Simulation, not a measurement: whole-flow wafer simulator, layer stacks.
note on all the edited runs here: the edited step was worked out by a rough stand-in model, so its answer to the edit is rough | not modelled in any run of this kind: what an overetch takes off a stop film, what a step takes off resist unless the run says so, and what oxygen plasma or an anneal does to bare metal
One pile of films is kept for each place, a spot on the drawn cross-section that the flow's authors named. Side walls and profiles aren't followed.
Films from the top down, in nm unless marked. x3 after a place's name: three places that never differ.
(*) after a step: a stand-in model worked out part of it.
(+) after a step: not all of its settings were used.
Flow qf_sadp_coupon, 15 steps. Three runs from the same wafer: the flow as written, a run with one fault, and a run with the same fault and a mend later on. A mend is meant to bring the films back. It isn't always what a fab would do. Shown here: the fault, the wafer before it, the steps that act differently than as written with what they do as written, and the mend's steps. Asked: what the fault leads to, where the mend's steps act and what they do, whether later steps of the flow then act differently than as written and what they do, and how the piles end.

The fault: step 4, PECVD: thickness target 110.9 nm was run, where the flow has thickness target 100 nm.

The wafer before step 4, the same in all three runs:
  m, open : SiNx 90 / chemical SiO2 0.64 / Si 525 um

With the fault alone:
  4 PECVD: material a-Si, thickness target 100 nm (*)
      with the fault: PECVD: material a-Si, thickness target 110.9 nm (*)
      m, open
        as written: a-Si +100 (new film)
        with the fault: a-Si +110.9 (new film)
  Later steps of the flow that act differently than as written:
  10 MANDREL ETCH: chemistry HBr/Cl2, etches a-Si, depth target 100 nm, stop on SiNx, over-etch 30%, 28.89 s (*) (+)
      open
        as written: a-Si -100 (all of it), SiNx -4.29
        with the fault: a-Si -110.9 (all of it), SiNx -2.73
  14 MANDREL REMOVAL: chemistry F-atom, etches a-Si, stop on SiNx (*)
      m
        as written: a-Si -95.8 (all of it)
        with the fault: a-Si -106.7 (all of it)
  At the end the piles differ from the flow's by more than 2% or 0.5 nm, whichever is larger, at open.
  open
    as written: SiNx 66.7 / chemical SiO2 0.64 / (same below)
    with the fault: SiNx 68.2 / chemical SiO2 0.64 / (same below)

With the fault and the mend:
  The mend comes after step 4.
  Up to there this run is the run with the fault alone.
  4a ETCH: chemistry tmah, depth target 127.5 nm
      m, open
        a-Si -110.9 (all of it)
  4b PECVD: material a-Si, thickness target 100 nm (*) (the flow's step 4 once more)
      m, open
        a-Si +100 (new film)
  No later step of the flow acts differently than as written at any place that is followed.
  At the end the piles are the same as the flow's at every place that both follow.
